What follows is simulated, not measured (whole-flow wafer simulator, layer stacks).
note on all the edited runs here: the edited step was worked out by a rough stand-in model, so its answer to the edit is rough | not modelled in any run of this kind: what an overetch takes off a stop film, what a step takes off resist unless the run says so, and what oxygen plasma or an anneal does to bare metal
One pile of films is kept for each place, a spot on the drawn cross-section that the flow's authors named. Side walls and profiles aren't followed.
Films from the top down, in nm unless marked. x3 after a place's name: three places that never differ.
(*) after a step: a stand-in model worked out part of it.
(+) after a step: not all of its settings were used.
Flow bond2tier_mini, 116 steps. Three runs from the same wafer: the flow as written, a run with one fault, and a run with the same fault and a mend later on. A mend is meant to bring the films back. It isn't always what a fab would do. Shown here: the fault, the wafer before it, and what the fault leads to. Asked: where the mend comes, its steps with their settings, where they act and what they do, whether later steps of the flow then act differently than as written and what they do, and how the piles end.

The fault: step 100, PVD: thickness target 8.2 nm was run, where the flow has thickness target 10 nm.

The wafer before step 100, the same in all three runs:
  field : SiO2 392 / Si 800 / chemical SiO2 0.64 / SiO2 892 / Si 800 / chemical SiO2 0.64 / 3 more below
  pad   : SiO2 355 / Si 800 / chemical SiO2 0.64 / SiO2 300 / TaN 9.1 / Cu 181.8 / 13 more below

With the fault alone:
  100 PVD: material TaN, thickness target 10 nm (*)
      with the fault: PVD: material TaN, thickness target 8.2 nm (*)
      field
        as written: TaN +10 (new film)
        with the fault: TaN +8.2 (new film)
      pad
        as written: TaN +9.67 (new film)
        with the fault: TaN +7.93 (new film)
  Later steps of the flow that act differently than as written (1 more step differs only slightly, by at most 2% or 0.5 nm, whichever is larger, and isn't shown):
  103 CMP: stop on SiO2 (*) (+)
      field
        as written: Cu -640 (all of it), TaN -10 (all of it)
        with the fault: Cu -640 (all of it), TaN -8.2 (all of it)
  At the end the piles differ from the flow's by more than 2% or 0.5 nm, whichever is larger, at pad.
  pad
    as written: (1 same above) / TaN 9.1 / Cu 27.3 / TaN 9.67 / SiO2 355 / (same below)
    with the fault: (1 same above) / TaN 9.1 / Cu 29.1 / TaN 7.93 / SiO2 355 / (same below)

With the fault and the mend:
  The mend comes after step 100.
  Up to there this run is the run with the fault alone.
  100a PVD: material TaN, thickness target 1.8 nm (*) (the flow's step 100 once more, with other settings)
      field
        TaN +1.8
      pad
        TaN +1.74
  No later step of the flow acts differently than as written at any place that is followed.
  At the end the piles are the same as the flow's at every place that both follow.
